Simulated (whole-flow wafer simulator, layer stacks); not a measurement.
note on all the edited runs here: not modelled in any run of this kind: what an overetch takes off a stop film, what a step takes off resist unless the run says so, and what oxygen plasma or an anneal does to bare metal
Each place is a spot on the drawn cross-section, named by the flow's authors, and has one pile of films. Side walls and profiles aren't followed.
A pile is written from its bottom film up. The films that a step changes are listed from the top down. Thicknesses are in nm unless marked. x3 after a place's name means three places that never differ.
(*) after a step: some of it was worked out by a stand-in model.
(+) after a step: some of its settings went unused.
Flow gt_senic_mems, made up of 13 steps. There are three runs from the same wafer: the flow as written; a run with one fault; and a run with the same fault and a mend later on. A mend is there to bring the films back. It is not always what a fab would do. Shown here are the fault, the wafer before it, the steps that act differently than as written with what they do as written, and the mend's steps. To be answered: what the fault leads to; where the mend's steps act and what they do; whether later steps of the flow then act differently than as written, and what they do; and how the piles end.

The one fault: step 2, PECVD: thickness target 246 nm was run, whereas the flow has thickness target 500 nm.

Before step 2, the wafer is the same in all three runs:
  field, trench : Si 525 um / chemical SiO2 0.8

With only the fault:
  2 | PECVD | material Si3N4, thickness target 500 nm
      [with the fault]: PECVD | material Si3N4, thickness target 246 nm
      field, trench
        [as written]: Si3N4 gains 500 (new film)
        [with the fault]: Si3N4 gains 246 (new film)
  Steps later in the flow that act otherwise than as written (not shown: 2 more steps that differ only slightly, by at most 2% or 0.5 nm, whichever is larger):
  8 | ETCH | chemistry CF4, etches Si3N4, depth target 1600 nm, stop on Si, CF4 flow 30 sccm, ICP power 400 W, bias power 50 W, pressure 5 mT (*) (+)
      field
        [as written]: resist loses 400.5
        [with the fault]: resist loses 231.2
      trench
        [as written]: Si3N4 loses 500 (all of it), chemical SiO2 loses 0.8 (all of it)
        [with the fault]: Si3N4 loses 246 (all of it), chemical SiO2 loses 0.8 (all of it)
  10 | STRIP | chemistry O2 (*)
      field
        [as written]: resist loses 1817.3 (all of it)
        [with the fault]: resist loses 1986.6 (all of it)
  At field, the piles at the end differ from the flow's by more than 2% or 0.5 nm, whichever is larger.
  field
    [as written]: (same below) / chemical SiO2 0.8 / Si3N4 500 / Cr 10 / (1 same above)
    [with the fault]: (same below) / chemical SiO2 0.8 / Si3N4 246 / Cr 10 / (1 same above)

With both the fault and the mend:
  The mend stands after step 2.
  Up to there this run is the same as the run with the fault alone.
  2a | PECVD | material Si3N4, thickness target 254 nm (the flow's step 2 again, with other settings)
      field, trench
        Si3N4 gains 254
  Later steps of the flow that are run all act as written at every place that is followed.
  By the end, the piles equal the flow's at every place that both follow.
